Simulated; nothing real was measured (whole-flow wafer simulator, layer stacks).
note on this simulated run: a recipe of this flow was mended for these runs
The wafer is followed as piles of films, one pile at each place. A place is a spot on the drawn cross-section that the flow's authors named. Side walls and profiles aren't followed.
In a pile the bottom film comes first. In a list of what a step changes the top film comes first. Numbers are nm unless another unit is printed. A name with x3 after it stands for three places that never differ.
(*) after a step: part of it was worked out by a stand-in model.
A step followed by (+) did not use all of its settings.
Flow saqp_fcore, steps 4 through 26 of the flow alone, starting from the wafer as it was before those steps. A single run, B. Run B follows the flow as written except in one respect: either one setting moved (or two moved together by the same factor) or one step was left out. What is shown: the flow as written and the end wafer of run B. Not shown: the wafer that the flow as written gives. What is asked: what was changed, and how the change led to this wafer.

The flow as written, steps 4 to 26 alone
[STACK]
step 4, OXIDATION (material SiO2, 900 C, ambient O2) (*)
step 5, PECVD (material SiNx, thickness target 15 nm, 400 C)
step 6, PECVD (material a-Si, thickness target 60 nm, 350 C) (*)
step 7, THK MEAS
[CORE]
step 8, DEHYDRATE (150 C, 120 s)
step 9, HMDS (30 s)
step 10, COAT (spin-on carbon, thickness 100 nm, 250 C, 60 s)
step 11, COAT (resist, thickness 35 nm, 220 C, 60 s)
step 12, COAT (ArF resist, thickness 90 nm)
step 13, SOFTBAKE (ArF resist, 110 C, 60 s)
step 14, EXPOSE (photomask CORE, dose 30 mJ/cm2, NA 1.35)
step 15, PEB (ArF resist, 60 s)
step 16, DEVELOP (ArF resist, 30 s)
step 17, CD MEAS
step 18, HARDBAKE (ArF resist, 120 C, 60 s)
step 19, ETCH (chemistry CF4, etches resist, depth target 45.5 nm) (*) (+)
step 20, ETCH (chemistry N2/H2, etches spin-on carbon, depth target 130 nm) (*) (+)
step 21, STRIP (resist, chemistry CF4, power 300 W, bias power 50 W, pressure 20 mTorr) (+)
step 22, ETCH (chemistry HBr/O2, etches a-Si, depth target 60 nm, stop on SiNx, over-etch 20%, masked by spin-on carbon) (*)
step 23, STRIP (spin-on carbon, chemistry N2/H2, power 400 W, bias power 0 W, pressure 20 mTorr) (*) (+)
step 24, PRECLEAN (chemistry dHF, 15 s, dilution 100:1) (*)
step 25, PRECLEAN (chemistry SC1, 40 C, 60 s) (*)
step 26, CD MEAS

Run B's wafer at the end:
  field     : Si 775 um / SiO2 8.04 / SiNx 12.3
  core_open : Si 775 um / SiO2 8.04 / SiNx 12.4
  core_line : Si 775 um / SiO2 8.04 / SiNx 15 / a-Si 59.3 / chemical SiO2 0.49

What caused this: step 4, OXIDATION: 877 C was run, though the flow has 900 C.

How this came from the change, step by step:
  step 4, OXIDATION (material SiO2, 900 C, ambient O2) (*)
      field, core_open, core_line: SiO2 gains 8.04 (new film), chemical SiO2 loses 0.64 (all of it), Si loses 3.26 (it would be, as written: SiO2 gains 10 (new film), chemical SiO2 loses 0.64 (all of it), Si loses 4.12)
